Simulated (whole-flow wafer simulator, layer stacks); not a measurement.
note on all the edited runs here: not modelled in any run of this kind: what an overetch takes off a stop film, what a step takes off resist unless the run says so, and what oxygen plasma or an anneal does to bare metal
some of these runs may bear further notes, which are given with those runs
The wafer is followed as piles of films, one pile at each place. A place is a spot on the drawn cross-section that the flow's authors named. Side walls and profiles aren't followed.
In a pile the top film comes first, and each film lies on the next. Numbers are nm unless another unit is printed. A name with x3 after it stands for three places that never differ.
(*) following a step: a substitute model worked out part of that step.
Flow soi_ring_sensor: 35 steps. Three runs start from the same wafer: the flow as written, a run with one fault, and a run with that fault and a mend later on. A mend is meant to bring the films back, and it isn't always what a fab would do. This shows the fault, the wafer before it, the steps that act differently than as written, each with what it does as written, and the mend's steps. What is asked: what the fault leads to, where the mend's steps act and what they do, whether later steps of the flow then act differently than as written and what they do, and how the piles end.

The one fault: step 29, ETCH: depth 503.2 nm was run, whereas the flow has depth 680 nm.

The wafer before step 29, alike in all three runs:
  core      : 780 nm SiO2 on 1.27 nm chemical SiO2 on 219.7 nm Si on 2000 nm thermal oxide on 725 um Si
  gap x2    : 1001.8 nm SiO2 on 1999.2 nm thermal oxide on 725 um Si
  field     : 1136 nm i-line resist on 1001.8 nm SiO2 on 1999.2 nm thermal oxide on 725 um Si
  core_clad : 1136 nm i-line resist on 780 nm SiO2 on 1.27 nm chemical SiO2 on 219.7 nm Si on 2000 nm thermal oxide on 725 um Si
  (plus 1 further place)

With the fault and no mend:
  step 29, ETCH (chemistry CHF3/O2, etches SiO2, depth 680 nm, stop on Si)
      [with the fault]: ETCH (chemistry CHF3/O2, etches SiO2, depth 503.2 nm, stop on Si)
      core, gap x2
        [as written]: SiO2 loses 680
        [with the fault]: SiO2 loses 503.2
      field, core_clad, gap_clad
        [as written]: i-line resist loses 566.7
        [with the fault]: i-line resist loses 419.3
  Later steps of the flow acting differently than as written:
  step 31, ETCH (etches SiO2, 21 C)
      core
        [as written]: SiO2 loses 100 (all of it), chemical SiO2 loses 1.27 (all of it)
        [with the fault]: SiO2 loses 276.8 (all of it), chemical SiO2 loses 1.27 (all of it)
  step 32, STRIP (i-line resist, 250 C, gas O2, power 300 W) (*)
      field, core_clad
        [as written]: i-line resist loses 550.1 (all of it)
        [with the fault]: i-line resist loses 697.4 (all of it)
  The piles end only slightly different from the flow's at the places that both follow, by no more than 2% or 0.5 nm, whichever is larger.

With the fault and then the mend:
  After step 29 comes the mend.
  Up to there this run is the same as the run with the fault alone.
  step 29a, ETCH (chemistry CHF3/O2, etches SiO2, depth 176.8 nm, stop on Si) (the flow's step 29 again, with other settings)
      core, gap x2
        SiO2 loses 176.8
      field, core_clad, gap_clad
        i-line resist loses 147.3
  Later steps of the flow that are run all act as written at every place that is followed.
  At every place that both follow, the piles at the end match the flow's.
